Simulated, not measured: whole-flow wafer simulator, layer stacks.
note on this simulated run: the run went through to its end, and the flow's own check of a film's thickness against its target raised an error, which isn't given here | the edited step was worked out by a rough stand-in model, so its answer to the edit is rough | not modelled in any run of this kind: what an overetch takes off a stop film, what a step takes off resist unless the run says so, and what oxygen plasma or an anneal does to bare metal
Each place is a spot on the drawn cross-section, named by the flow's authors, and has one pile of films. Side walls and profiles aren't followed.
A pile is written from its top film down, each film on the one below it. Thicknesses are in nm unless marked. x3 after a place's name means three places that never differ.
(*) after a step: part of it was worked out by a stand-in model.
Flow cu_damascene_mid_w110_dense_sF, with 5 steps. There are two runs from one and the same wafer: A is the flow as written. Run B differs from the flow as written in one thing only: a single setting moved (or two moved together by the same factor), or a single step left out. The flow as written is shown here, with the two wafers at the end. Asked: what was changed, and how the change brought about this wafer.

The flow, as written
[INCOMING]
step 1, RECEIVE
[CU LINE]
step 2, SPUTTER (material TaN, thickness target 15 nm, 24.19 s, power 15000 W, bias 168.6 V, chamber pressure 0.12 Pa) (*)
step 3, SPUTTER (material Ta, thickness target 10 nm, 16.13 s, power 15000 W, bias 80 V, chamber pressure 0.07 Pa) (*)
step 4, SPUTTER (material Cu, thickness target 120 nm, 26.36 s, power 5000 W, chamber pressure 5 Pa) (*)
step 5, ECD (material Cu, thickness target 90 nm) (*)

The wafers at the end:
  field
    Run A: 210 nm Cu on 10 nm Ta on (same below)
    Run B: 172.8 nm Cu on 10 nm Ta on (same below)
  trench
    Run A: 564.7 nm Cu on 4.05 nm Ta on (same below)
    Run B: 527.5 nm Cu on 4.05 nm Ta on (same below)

Cause: step 5, ECD: thickness target 52.8 nm was run, though the flow has thickness target 90 nm.

Step by step, how the change led to this:
  step 5, ECD (material Cu, thickness target 90 nm) (*)
      field: A +90 Cu | B +52.8 Cu
      trench: A +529 Cu | B +491.8 Cu
